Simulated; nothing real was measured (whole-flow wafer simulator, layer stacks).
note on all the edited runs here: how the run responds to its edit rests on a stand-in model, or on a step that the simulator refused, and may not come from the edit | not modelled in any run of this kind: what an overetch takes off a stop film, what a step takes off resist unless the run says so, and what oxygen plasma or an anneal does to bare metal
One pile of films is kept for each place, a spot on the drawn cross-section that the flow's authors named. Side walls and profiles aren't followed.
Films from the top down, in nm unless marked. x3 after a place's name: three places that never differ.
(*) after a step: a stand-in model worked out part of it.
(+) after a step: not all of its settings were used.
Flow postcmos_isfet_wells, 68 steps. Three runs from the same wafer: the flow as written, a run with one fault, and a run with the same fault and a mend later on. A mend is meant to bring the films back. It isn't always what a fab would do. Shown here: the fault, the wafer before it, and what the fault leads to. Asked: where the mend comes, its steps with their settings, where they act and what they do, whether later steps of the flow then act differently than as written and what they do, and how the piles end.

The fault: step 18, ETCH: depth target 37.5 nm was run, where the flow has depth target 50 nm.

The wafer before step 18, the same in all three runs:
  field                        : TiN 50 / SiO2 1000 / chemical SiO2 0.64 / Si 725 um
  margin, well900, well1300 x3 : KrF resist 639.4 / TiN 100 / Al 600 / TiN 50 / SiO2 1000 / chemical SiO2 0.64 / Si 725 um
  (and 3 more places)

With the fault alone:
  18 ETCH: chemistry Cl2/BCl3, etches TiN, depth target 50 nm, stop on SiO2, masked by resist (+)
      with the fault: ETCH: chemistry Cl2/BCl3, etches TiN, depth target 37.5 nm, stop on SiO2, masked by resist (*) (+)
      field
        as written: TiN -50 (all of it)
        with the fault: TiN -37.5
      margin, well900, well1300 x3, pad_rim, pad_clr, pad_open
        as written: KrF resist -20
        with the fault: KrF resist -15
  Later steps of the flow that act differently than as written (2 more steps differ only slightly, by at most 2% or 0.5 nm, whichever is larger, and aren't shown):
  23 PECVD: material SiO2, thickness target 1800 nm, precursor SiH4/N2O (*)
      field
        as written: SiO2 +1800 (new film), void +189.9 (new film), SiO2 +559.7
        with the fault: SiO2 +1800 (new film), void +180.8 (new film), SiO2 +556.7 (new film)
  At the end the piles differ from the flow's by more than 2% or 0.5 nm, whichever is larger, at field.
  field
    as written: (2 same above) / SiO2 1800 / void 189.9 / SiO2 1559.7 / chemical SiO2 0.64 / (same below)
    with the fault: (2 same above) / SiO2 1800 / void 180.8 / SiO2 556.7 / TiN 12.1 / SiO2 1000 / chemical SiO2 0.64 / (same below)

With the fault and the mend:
  The mend comes after step 18.
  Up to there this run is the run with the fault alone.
  18a ETCH: chemistry Cl2/BCl3, etches TiN, depth target 12.5 nm, stop on SiO2, masked by resist (the flow's step 18 once more, with other settings)
      margin, well900, well1300 x3, pad_rim, pad_clr, pad_open
        KrF resist -5
      field
        TiN -12.5 (all of it)
  No later step of the flow acts differently than as written at any place that is followed.
  At the end the piles are the same as the flow's at every place that both follow.
